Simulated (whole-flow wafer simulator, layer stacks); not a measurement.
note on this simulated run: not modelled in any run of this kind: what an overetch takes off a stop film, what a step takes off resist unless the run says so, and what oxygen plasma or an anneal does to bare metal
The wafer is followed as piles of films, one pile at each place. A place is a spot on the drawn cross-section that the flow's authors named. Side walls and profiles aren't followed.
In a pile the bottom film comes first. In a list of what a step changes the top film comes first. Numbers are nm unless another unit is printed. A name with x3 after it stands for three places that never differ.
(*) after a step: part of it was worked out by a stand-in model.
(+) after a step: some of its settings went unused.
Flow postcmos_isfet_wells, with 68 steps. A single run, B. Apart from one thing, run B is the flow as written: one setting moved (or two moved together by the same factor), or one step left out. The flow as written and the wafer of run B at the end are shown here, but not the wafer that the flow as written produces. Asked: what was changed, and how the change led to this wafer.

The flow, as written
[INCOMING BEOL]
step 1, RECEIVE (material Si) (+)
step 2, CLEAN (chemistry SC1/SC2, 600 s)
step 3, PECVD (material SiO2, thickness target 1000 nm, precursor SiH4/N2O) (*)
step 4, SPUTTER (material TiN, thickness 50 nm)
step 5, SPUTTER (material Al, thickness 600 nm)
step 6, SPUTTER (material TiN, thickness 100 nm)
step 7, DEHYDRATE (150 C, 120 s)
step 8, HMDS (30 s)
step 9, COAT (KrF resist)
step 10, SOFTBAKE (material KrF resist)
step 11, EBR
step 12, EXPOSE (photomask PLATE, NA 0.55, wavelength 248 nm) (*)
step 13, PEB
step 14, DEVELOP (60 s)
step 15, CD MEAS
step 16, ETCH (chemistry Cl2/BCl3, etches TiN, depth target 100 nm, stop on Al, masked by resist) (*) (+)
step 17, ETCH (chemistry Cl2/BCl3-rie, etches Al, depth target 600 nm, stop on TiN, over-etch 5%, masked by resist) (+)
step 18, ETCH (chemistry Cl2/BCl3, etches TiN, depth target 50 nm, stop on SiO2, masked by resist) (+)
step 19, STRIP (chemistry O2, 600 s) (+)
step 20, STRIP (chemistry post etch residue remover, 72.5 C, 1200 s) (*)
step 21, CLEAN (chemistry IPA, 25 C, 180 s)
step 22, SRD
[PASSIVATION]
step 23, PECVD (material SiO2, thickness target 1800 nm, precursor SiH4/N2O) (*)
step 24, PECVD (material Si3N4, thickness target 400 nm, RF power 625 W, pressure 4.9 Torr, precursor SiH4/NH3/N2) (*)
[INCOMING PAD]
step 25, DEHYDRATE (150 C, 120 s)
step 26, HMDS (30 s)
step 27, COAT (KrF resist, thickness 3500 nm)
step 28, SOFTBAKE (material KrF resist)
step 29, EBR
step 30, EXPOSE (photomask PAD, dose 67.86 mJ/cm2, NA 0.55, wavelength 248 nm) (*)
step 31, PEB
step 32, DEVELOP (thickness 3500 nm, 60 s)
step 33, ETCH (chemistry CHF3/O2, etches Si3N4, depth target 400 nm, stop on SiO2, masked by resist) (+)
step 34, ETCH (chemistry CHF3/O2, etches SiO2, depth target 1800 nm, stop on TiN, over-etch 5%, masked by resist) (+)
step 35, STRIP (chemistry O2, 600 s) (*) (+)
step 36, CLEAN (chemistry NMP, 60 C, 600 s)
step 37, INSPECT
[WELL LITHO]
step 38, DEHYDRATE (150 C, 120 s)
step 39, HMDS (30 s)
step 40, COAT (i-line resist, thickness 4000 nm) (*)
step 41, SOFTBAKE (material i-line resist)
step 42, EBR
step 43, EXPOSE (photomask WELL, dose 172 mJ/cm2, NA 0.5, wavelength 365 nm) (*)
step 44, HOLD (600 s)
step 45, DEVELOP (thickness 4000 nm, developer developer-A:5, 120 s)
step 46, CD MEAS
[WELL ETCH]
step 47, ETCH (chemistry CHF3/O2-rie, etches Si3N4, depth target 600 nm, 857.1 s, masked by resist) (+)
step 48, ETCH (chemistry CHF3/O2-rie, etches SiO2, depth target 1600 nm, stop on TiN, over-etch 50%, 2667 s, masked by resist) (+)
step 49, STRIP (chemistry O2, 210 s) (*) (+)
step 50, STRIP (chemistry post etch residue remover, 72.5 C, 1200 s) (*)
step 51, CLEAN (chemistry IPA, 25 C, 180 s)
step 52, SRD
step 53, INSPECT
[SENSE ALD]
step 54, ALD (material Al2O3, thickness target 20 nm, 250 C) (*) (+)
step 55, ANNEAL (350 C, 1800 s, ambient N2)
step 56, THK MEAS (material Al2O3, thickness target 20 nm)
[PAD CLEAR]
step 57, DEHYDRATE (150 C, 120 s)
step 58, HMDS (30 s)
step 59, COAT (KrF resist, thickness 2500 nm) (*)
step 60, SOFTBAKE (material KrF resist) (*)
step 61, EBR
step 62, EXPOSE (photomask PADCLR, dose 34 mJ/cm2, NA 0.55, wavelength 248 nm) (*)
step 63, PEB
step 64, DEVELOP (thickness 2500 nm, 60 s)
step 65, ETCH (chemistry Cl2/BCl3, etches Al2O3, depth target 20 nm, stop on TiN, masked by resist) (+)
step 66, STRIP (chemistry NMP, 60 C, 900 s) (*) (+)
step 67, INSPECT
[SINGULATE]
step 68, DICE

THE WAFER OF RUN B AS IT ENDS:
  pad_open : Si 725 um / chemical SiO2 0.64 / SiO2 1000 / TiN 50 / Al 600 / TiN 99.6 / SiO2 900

Cause: step 34, ETCH: depth target 900 nm was run, whereas the flow has depth target 1800 nm.

How this came from the change, step by step:
  step 34, ETCH (chemistry CHF3/O2, etches SiO2, depth target 1800 nm, stop on TiN, over-etch 5%, masked by resist) (+)
      pad_open: SiO2 loses 900 (in the flow as written it would be: SiO2 loses 1800 (all of it))
      field, margin, well900, well1300 x3, pad_rim, pad_clr: KrF resist loses 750 (in the flow as written it would be: KrF resist loses 1500)
  step 35, STRIP (chemistry O2, 600 s) (*) (+)
      field, margin, well900, well1300 x3, pad_rim, pad_clr: KrF resist loses 2388.4 (all of it) (in the flow as written it would be: KrF resist loses 1638.4 (all of it))
  step 40, COAT (i-line resist, thickness 4000 nm) (*)
      pad_clr: i-line resist gains 3545.4 (new film) (in the flow as written it would be: i-line resist gains 3256.8 (new film))
      pad_open: i-line resist gains 4479.6 (new film) (in the flow as written it would be: i-line resist gains 4804.7 (new film))
  step 41, SOFTBAKE (material i-line resist)
      pad_clr: i-line resist loses 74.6 (in the flow as written it would be: i-line resist loses 156.7)
      pad_open: i-line resist gains 72.2 (in the flow as written it would be: i-line resist gains 115.3)
  step 49, STRIP (chemistry O2, 210 s) (*) (+)
      pad_clr: i-line resist loses 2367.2 (all of it) (in the flow as written it would be: i-line resist loses 1996.5 (all of it))
      pad_open: i-line resist loses 3448.2 (all of it) (in the flow as written it would be: i-line resist loses 3816.3 (all of it))
  step 59, COAT (KrF resist, thickness 2500 nm) (*)
      pad_rim: KrF resist gains 2185.2 (new film) (in the flow as written it would be: KrF resist gains 1976.4 (new film))
      pad_clr: KrF resist gains 2003.4 (new film) (in the flow as written it would be: KrF resist gains 1691.6 (new film))
      (as well as at 1 more place)
  step 60, SOFTBAKE (material KrF resist) (*)
      pad_rim: KrF resist loses 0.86 (in the flow as written it would be: nothing)
      pad_clr: KrF resist loses 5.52 (in the flow as written it would be: KrF resist loses 9.57)
  step 64, DEVELOP (thickness 2500 nm, 60 s)
      pad_clr: KrF resist loses 1997.9 (all of it) (in the flow as written it would be: KrF resist loses 1682 (all of it))
      pad_open: KrF resist loses 2837.1 (all of it) (in the flow as written it would be: KrF resist loses 3067.2 (all of it))
  step 66, STRIP (chemistry NMP, 60 C, 900 s) (*) (+)
      pad_rim: KrF resist loses 2145.6 (all of it) (in the flow as written it would be: KrF resist loses 1937.7 (all of it))
